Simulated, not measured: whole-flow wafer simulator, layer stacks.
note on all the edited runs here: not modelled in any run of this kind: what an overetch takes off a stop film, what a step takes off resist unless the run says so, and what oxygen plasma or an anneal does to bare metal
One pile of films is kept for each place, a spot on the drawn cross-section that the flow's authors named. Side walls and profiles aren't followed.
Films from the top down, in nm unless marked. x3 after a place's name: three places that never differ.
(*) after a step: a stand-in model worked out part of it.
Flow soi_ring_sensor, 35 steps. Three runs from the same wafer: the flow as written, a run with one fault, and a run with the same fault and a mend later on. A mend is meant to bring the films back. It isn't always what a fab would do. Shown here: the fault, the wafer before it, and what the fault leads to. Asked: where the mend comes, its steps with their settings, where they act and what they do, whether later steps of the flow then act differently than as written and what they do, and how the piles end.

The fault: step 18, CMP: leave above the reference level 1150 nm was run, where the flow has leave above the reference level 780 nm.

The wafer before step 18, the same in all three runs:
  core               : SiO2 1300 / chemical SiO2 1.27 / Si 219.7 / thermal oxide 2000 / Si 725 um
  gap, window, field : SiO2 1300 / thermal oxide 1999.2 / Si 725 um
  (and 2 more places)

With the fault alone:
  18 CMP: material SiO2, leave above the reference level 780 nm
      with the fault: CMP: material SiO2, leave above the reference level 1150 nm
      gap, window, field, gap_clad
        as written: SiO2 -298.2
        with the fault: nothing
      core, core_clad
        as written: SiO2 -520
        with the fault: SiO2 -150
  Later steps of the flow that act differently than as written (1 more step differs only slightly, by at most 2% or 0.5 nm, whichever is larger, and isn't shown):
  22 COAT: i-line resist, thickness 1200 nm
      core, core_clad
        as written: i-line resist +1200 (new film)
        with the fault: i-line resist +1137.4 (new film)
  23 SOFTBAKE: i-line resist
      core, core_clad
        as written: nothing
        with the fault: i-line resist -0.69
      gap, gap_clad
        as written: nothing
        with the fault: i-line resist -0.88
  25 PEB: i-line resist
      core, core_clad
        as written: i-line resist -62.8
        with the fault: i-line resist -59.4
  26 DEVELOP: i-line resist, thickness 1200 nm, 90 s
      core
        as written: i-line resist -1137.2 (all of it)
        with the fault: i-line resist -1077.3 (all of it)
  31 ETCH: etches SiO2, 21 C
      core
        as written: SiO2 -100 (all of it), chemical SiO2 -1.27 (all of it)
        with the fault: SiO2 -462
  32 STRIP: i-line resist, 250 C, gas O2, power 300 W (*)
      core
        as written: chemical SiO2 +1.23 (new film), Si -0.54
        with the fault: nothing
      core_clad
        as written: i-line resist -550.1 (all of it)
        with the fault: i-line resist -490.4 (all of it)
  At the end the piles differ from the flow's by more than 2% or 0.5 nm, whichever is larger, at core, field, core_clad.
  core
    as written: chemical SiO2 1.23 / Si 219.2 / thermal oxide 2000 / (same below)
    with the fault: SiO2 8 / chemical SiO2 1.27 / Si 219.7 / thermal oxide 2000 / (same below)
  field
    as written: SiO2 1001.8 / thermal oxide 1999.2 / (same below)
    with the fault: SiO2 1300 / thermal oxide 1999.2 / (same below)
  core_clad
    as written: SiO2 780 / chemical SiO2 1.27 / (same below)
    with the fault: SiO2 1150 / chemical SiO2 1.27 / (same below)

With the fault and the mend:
  The mend comes after step 19.
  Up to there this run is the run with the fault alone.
  19a CMP: material SiO2, leave above the reference level 780 nm (the flow's step 18 once more)
      gap, window, field, gap_clad
        SiO2 -298.2
      core, core_clad
        SiO2 -370
  No later step of the flow acts differently than as written at any place that is followed.
  At the end the piles are the same as the flow's at every place that both follow.
